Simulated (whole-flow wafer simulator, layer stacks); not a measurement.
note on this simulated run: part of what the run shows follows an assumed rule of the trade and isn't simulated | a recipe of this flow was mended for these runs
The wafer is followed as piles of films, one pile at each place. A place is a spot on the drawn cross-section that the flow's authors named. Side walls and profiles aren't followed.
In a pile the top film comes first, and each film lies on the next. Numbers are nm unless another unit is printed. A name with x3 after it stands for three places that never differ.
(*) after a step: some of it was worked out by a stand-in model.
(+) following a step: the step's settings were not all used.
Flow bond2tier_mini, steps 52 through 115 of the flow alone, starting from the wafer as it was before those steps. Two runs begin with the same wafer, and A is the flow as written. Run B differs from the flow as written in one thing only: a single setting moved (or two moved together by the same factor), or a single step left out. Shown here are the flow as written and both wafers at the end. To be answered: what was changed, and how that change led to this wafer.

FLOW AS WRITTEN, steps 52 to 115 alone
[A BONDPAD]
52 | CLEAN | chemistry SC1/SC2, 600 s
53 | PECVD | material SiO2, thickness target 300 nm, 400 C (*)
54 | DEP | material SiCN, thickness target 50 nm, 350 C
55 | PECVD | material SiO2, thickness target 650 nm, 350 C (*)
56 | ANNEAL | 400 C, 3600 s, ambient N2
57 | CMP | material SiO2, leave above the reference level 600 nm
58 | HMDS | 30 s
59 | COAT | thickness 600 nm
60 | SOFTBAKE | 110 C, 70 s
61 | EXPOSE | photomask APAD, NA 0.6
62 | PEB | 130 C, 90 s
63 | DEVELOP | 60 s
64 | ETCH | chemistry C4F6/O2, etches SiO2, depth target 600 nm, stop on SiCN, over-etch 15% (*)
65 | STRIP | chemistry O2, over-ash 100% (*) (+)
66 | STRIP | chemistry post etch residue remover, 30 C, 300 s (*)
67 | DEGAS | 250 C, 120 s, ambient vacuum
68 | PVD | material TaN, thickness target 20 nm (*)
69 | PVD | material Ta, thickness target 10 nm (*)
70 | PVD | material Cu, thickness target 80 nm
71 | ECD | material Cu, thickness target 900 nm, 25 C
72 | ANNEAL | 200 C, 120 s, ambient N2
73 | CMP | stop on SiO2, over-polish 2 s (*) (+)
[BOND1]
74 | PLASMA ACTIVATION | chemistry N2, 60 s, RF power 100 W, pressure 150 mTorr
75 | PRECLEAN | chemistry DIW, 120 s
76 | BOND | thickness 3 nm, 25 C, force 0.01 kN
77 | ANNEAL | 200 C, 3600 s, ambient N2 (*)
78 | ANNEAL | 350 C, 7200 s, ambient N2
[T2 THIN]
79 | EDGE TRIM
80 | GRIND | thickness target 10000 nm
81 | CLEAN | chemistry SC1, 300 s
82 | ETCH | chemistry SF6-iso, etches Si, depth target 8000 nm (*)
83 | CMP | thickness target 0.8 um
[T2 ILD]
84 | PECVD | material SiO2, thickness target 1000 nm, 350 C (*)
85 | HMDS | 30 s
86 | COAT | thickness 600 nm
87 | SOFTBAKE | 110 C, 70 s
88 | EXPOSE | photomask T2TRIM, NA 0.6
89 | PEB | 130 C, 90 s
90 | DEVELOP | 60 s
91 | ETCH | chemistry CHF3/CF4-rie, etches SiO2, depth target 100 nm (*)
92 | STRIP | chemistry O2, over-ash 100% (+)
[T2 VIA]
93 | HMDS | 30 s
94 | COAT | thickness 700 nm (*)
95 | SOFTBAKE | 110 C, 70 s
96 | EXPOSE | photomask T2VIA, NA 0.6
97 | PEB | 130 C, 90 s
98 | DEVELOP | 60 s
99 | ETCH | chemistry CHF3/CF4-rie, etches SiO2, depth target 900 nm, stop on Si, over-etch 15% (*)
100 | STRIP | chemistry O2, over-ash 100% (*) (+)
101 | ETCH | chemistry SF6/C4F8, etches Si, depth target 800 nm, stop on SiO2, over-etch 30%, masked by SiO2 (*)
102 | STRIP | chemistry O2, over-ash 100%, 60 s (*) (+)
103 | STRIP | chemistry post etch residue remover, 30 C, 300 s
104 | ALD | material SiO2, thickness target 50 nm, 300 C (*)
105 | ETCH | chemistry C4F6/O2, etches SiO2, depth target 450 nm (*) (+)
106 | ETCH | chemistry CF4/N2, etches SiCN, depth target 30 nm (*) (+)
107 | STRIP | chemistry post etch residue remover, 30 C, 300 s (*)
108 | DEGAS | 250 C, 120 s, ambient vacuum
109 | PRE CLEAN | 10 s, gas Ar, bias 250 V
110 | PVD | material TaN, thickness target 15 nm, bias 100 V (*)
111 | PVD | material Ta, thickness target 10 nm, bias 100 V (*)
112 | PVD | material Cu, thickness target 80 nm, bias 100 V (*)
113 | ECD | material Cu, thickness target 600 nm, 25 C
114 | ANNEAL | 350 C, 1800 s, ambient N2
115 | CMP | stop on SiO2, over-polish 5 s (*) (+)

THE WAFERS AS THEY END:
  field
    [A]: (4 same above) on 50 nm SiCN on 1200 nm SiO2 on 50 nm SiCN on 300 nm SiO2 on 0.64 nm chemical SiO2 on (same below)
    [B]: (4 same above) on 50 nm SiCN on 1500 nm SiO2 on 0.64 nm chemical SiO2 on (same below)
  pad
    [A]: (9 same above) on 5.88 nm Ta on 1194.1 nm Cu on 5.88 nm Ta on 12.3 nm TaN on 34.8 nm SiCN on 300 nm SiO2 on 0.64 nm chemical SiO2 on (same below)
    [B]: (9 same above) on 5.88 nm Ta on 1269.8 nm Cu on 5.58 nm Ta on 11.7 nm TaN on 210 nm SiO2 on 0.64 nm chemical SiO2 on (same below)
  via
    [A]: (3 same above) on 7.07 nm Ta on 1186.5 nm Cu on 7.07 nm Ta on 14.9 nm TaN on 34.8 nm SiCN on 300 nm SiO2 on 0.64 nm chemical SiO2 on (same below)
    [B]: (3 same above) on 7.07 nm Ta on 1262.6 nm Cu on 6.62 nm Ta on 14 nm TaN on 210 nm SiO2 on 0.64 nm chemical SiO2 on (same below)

What caused this: step 54, DEP: material SiCN, thickness target 50 nm, 350 C, was not run.

The path from the change to this, step by step:
  55 | PECVD | material SiO2, thickness target 650 nm, 350 C (*)
      field, pad, via: A SiO2 gains 650 (new film) | B SiO2 gains 650
  64 | ETCH | chemistry C4F6/O2, etches SiO2, depth target 600 nm, stop on SiCN, over-etch 15% (*)
      pad, via: A SiO2 loses 600 (all of it), SiCN loses 15.2 | B SiO2 loses 690
  68 | PVD | material TaN, thickness target 20 nm (*)
      pad: A TaN gains 12.3 (new film) | B TaN gains 11.7 (new film)
      via: A TaN gains 14.9 (new film) | B TaN gains 14 (new film)
  70 | PVD | material Cu, thickness target 80 nm
      pad: A Cu gains 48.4 (new film) | B Cu gains 46.1 (new film)
      via: A Cu gains 59 (new film) | B Cu gains 55.5 (new film)
  71 | ECD | material Cu, thickness target 900 nm, 25 C
      pad: A Cu gains 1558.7 | B Cu gains 1636.6
      via: A Cu gains 1544.3 | B Cu gains 1623.9
